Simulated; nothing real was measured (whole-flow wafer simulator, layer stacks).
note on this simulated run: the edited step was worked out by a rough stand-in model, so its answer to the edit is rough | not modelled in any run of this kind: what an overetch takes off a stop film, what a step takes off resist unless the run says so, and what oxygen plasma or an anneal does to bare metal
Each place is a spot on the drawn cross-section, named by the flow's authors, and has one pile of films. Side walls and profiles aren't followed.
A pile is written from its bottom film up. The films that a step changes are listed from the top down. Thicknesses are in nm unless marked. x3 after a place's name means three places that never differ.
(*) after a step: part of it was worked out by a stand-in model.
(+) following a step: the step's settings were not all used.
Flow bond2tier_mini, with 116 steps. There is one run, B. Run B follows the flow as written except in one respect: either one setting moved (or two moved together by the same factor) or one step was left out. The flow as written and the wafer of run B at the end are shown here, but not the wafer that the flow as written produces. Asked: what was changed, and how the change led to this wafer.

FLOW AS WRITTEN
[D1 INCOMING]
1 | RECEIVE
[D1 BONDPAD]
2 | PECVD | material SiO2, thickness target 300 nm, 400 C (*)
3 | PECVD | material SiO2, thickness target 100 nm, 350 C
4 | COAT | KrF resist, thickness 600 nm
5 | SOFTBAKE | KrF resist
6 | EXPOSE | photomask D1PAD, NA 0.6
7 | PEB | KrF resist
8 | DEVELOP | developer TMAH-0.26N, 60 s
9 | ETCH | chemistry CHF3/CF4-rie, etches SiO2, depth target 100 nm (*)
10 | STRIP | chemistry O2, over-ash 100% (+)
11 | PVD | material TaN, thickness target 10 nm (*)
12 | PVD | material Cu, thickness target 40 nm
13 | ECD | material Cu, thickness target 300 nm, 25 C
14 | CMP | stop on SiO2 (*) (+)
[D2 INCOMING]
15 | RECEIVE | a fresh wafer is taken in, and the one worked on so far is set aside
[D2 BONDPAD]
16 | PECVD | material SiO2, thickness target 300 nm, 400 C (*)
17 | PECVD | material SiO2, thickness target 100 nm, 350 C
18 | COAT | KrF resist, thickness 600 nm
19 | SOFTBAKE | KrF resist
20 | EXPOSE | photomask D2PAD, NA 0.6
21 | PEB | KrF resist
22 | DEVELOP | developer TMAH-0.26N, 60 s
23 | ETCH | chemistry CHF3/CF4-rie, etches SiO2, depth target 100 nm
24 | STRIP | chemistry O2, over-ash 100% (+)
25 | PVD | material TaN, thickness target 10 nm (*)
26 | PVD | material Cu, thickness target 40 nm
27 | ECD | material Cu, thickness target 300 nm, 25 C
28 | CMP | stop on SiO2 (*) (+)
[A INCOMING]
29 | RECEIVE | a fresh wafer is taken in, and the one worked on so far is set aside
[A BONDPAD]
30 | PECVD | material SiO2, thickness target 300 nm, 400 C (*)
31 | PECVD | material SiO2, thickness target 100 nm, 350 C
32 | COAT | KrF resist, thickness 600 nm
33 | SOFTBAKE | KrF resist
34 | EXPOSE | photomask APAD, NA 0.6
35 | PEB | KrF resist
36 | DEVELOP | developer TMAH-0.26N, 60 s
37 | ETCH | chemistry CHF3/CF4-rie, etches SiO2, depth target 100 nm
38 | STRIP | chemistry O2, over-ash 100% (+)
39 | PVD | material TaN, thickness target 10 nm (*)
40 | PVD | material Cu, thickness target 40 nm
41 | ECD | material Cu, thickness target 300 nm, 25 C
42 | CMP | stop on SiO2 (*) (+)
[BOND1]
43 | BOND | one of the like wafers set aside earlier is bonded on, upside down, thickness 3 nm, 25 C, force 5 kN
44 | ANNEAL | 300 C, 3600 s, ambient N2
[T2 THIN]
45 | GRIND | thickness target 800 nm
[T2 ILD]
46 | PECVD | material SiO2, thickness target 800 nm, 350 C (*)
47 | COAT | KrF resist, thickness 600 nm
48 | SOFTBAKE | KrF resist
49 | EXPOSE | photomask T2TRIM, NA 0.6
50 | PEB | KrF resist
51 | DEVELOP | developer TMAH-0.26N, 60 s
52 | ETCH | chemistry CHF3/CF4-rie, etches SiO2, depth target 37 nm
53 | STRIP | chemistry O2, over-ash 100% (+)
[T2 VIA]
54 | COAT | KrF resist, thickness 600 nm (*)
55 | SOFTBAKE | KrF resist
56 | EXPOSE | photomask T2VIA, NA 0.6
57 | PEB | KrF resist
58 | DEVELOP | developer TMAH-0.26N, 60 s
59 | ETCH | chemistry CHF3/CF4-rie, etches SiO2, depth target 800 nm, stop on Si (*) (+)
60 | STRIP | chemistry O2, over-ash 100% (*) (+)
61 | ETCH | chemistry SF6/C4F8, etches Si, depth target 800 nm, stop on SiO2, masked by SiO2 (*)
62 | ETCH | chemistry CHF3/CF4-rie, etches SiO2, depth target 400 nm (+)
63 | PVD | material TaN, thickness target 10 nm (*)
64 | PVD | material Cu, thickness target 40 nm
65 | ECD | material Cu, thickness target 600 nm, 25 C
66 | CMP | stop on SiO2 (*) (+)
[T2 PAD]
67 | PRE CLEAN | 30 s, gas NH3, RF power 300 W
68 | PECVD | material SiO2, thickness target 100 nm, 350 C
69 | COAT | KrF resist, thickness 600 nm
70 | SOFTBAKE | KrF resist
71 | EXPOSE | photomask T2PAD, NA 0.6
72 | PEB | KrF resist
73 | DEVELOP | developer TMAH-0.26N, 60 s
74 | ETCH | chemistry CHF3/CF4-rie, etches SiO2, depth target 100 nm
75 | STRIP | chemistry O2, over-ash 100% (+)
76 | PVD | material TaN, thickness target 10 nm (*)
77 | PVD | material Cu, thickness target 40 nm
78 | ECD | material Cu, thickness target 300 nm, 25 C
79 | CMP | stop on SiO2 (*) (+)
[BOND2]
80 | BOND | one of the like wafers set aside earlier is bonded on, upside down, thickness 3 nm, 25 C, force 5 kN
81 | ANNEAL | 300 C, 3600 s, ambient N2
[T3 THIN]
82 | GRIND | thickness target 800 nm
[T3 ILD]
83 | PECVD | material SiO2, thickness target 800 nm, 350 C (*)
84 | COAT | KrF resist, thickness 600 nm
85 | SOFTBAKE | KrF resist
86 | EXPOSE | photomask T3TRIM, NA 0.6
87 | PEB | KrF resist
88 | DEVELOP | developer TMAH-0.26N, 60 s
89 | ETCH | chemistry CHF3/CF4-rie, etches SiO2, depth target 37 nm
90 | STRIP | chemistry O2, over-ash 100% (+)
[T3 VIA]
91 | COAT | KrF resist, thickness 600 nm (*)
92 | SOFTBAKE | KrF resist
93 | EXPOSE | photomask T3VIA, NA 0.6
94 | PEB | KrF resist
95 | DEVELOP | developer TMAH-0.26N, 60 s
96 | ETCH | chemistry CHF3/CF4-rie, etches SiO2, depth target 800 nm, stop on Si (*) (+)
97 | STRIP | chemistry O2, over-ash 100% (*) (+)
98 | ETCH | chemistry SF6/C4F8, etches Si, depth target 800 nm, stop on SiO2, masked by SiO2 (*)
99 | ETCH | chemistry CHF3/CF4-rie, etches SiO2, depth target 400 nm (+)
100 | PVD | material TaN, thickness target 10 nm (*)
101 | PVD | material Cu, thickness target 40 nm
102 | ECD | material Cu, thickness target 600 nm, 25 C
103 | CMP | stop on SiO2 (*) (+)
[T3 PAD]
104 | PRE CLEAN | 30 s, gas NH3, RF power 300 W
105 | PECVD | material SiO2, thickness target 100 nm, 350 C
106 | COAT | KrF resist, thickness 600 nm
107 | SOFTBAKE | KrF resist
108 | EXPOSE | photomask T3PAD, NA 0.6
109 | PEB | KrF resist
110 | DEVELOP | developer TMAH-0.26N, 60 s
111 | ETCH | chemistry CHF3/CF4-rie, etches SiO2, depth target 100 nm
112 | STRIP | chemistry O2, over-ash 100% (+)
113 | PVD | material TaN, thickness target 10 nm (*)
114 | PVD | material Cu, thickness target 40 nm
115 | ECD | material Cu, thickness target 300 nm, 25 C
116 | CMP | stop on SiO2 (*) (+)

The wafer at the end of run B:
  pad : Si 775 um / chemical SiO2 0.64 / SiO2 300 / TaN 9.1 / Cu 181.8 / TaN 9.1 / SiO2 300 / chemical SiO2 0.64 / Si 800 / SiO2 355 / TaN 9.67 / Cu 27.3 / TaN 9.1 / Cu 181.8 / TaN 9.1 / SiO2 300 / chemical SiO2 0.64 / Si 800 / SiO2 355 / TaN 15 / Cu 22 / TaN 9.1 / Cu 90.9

The reason: step 100, PVD: thickness target 15.5 nm was run, whereas the flow has thickness target 10 nm.

The path from the change to this, step by step:
  100 | PVD | material TaN, thickness target 10 nm (*)
      field: +15.5 TaN (new film) (it would be, as written: +10 TaN (new film))
      pad: +15 TaN (new film) (it would be, as written: +9.67 TaN (new film))
  103 | CMP | stop on SiO2 (*) (+)
      field: -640 Cu (all of it), -15.5 TaN (all of it) (it would be, as written: -640 Cu (all of it), -10 TaN (all of it))
